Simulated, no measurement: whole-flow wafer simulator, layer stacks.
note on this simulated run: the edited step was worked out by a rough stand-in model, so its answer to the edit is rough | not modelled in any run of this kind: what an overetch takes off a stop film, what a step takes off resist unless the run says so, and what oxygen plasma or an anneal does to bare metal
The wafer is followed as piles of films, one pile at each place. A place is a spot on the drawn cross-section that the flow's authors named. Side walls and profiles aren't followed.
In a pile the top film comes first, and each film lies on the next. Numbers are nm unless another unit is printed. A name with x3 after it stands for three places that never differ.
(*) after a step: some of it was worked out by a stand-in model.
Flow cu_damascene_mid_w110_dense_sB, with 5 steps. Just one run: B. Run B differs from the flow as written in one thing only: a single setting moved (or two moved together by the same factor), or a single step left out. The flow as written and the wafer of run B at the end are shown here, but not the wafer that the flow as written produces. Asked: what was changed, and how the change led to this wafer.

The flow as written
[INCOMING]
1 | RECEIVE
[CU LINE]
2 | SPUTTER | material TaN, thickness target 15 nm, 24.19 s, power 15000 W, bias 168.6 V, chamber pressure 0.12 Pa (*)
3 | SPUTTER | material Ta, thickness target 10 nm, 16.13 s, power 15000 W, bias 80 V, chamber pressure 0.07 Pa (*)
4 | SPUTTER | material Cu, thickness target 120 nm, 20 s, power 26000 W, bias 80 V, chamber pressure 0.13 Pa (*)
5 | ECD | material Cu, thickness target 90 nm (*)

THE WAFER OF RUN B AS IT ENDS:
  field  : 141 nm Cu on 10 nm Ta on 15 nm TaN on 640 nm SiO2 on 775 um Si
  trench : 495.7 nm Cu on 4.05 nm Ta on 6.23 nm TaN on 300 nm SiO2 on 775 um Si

Cause: step 4, SPUTTER: thickness target 51 nm was run, though the flow has thickness target 120 nm; step 4, SPUTTER: 8.5 s was run, where the flow has 20 s.

The path from the change to this, step by step:
  4 | SPUTTER | material Cu, thickness target 120 nm, 20 s, power 26000 W, bias 80 V, chamber pressure 0.13 Pa (*)
      field: +51 Cu (new film) (it would be, as written: +120 Cu (new film))
      trench: +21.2 Cu (new film) (it would be, as written: +49.9 Cu (new film))
  5 | ECD | material Cu, thickness target 90 nm (*)
      trench: +474.5 Cu (it would be, as written: +514.8 Cu)
